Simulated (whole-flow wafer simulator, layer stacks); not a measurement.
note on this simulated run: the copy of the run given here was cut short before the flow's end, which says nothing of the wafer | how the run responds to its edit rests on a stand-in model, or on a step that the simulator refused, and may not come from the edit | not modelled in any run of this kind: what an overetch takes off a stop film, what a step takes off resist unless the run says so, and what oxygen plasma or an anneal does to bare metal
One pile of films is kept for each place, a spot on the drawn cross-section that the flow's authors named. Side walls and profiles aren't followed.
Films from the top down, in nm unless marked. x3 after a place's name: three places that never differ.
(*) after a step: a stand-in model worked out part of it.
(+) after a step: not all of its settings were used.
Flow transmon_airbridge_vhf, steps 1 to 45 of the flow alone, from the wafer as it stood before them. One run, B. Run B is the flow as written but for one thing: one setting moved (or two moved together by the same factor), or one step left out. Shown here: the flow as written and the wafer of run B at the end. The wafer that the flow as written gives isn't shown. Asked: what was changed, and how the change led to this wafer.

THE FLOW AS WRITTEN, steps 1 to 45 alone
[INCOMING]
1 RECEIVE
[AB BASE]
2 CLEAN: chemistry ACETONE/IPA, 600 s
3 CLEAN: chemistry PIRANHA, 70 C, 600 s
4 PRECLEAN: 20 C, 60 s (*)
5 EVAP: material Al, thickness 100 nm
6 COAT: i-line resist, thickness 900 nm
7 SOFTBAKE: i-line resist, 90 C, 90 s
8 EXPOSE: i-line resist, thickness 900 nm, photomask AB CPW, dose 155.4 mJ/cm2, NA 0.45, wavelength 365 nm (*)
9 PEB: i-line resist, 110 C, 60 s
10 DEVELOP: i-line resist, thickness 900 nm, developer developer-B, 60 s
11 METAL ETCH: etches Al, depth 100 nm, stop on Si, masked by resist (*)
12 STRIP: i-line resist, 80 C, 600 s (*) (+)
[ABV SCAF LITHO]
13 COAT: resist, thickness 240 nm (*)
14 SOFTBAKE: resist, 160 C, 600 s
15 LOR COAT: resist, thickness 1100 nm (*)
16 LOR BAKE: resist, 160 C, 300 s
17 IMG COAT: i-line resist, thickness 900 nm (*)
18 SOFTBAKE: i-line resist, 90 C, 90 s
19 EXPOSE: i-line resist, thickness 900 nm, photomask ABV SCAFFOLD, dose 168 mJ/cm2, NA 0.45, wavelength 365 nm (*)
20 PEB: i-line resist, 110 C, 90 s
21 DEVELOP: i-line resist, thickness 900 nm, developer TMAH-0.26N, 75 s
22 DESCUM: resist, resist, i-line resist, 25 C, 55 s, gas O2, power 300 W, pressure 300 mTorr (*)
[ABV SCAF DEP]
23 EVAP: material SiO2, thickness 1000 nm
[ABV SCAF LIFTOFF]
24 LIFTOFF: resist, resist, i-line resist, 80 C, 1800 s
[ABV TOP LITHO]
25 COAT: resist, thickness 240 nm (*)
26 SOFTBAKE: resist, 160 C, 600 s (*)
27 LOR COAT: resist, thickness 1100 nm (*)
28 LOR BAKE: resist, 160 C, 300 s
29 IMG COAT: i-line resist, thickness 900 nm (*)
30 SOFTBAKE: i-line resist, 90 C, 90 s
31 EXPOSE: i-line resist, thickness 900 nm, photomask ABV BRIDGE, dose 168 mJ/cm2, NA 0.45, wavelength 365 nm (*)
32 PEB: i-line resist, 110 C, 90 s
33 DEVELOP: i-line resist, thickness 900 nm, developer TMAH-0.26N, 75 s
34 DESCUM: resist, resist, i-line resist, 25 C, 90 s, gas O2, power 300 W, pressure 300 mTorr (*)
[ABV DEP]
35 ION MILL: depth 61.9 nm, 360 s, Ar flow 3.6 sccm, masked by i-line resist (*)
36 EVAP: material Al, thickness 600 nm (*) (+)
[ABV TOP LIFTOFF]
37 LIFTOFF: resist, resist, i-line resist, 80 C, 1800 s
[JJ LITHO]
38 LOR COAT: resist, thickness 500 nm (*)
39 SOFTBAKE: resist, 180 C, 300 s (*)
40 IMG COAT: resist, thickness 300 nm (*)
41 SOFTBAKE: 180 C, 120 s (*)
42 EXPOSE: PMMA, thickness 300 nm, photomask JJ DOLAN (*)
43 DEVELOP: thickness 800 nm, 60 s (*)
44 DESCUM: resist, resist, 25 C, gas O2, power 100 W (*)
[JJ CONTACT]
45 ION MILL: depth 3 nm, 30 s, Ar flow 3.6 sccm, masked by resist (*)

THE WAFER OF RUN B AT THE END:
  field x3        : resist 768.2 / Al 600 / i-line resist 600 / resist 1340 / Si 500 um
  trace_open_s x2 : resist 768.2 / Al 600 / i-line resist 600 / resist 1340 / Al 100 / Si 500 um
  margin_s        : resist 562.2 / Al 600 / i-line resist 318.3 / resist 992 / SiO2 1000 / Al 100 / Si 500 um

The cause: step 37, LIFTOFF: resist, resist, i-line resist, 80 C, 1800 s, was left out.

How the change led to this, step by step:
  38 LOR COAT: resist, thickness 500 nm (*)
      pad_w, pad_e: resist +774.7 (new film) (as written it would be: resist +517 (new film))
      flank_w, flank_e: resist +328 (new film) (as written it would be: resist +306.5 (new film))
      (and at 6 more places)
  40 IMG COAT: resist, thickness 300 nm (*)
      pad_w, pad_e: resist +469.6 (as written it would be: resist +300.1)
      flank_w, flank_e: resist +283 (as written it would be: resist +212.1)
      (and at 6 more places)
  45 ION MILL: depth 3 nm, 30 s, Ar flow 3.6 sccm, masked by resist (*)
      jj_line: Al -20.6 (as written it would be: Si -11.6)
Counting metal films that touch as one body, field x3 has 1 body; the flow as written gives 0 bodies.
Counting metal films that touch as one body, trace_open_s x2 has 2 bodies (between them, from the top down: i-line resist 600 / resist 1340); the flow as written gives 1 body.
Counting metal films that touch as one body, margin_s has 2 bodies (between them, from the top down: i-line resist 318.3 / resist 992 / SiO2 1000); the flow as written gives 1 body.
